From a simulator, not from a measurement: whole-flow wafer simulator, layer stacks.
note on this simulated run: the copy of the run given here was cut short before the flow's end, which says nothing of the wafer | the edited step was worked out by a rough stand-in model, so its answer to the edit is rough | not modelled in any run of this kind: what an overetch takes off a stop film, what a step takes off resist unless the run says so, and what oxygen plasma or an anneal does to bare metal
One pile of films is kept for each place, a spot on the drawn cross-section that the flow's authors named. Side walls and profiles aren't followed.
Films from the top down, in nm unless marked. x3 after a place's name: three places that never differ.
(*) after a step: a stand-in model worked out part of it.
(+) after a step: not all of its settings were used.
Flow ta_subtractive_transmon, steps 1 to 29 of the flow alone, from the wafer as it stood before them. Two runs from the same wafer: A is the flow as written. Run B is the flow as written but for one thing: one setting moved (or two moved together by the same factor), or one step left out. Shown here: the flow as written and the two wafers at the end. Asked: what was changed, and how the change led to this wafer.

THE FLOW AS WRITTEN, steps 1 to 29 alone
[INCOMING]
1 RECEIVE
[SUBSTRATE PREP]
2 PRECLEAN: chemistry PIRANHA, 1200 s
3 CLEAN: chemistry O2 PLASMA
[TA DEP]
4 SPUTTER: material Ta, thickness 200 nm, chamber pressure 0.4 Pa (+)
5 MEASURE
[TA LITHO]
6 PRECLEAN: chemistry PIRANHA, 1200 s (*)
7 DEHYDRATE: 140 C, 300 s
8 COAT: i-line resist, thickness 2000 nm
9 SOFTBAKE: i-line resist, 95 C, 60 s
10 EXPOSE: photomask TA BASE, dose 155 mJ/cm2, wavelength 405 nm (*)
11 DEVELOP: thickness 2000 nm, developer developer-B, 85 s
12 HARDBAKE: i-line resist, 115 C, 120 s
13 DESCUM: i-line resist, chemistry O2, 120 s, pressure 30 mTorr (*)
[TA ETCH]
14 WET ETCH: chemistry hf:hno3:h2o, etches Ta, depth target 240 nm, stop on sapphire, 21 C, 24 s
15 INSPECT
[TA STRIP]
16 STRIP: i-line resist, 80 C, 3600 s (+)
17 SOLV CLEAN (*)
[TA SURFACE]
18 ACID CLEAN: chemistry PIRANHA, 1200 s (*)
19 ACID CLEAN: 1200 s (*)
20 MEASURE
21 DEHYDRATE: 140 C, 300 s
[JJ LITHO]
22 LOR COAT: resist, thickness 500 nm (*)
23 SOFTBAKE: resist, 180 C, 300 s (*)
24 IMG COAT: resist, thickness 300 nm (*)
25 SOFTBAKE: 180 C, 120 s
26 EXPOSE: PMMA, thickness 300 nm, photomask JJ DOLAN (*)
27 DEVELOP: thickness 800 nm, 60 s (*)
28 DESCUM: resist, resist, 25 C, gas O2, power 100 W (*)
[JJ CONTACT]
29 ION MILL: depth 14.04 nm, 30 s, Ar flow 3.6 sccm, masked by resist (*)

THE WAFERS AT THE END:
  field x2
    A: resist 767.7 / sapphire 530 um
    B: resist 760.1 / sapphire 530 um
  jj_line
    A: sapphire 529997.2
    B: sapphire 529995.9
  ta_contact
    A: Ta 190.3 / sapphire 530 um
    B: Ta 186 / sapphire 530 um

The cause: step 29, ION MILL: depth 20.35 nm was run, where the flow has depth 14.04 nm; step 29, ION MILL: 43.5 s was run, where the flow has 30 s.

How the change led to this, step by step:
  29 ION MILL: depth 14.04 nm, 30 s, Ar flow 3.6 sccm, masked by resist (*)
      field x2, ta_pad: A resist -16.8 | B resist -24.3
      jj_line, lead: A sapphire -2.8 | B sapphire -4.06
      (and at 1 more place)
